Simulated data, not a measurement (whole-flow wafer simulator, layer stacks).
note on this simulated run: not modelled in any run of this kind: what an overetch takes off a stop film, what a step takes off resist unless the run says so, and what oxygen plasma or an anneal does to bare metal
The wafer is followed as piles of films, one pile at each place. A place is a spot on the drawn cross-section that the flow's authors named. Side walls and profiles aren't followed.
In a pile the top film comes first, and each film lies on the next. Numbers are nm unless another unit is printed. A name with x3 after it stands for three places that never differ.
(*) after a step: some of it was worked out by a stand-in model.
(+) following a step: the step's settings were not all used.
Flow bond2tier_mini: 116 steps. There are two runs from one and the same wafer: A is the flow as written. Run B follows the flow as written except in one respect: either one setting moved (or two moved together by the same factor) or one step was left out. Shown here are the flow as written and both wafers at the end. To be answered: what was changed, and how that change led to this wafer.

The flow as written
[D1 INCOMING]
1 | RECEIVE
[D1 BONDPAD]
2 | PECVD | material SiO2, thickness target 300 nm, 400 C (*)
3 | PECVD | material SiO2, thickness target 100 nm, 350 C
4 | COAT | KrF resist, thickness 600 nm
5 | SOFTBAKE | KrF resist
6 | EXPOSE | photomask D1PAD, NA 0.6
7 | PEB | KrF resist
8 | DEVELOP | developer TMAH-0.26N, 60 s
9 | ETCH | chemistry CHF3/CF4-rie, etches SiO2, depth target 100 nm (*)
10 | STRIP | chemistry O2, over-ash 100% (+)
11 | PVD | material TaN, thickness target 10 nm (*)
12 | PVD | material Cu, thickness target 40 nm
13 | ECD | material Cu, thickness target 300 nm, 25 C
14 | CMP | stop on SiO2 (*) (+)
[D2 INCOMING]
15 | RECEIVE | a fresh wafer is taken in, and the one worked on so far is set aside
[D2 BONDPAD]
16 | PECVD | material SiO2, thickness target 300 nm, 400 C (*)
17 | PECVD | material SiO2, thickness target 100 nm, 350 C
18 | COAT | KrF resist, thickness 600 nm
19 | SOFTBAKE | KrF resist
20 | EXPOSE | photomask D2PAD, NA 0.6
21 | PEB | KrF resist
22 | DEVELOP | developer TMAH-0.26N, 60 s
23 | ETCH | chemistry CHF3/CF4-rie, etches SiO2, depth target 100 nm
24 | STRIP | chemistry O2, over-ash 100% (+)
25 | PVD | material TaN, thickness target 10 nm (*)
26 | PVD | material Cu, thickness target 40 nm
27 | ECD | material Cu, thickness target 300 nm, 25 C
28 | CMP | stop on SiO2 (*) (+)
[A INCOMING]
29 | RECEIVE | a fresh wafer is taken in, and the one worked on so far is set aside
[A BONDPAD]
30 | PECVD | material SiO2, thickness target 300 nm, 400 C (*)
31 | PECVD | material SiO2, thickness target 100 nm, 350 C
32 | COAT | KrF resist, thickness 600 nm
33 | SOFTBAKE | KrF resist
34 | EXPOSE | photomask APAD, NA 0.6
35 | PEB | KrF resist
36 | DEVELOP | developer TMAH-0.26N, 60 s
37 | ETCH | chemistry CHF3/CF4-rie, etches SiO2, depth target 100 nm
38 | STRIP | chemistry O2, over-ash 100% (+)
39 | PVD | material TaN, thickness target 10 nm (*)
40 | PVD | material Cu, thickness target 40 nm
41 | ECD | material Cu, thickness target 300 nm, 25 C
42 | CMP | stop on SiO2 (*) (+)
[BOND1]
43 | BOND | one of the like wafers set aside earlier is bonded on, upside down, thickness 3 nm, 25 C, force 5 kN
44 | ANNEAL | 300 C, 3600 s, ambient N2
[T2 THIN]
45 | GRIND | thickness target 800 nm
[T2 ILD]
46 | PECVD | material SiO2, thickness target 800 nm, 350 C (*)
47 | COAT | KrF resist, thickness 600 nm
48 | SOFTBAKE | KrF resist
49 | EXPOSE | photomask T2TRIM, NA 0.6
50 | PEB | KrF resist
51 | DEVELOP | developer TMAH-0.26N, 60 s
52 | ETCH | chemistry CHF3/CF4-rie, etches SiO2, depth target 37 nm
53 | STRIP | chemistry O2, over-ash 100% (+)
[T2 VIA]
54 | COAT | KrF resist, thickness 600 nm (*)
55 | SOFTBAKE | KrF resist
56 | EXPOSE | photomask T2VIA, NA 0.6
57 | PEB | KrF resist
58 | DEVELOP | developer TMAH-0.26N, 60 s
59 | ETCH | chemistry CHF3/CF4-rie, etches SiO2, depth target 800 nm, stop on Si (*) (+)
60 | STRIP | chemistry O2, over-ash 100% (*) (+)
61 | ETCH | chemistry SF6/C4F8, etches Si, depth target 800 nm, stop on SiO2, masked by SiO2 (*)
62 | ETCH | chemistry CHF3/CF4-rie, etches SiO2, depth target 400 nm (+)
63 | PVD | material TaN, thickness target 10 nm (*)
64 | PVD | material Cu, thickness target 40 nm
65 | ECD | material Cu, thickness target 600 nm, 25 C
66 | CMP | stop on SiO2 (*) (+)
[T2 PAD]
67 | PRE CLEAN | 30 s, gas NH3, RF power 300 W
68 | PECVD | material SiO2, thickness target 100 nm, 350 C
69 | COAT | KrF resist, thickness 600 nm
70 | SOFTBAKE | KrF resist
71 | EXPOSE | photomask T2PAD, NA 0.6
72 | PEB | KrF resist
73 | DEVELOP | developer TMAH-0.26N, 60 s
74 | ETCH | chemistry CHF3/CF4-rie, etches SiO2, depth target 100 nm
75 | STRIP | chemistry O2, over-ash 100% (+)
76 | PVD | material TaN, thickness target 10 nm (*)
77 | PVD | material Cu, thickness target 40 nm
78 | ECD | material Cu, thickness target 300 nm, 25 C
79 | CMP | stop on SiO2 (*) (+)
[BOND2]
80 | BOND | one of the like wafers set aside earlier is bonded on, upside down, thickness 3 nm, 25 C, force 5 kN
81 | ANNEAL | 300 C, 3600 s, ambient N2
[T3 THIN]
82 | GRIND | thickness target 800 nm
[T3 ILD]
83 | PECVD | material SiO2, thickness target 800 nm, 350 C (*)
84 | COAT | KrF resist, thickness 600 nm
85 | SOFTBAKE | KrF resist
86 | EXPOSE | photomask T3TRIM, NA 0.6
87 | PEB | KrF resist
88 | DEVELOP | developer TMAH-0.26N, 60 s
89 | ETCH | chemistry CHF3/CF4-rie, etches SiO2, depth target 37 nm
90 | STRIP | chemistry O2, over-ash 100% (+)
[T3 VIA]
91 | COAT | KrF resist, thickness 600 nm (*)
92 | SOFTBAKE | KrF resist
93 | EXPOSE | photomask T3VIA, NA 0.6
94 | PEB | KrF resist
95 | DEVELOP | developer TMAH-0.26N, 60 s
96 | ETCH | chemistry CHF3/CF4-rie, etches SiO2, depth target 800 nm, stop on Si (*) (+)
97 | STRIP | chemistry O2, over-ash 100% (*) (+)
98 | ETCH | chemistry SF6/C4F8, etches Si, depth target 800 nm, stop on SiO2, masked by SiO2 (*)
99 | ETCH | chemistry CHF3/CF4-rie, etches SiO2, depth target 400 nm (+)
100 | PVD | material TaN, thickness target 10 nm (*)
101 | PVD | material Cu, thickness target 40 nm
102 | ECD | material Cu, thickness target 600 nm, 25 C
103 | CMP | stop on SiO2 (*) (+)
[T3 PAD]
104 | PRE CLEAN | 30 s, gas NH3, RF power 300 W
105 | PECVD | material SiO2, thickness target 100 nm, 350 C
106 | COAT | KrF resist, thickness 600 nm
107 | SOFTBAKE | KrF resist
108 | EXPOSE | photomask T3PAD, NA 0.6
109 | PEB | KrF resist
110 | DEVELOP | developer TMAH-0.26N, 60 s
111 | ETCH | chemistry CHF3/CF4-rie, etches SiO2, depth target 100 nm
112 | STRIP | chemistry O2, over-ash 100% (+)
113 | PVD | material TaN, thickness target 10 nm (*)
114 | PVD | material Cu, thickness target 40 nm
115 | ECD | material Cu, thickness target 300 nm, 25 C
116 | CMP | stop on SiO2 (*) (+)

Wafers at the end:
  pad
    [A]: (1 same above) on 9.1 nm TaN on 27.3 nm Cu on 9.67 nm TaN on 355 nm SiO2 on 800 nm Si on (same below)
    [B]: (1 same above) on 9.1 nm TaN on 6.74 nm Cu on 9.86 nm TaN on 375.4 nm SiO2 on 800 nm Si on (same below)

What caused this: step 89, ETCH: depth target 16.6 nm was run, though the flow has depth target 37 nm.

Step by step, how the change led to this:
  89 | ETCH | chemistry CHF3/CF4-rie, etches SiO2, depth target 37 nm
      field: A -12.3 KrF resist | B -5.53 KrF resist
      pad: A -37 SiO2 | B -16.6 SiO2
  97 | STRIP | chemistry O2, over-ash 100% (*) (+)
      field: A -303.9 KrF resist (all of it) | B -312.6 KrF resist (all of it)
      pad: A -336 KrF resist (all of it) | B -326.9 KrF resist (all of it)
  102 | ECD | material Cu, thickness target 600 nm, 25 C
      pad: A +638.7 Cu | B +617.3 Cu
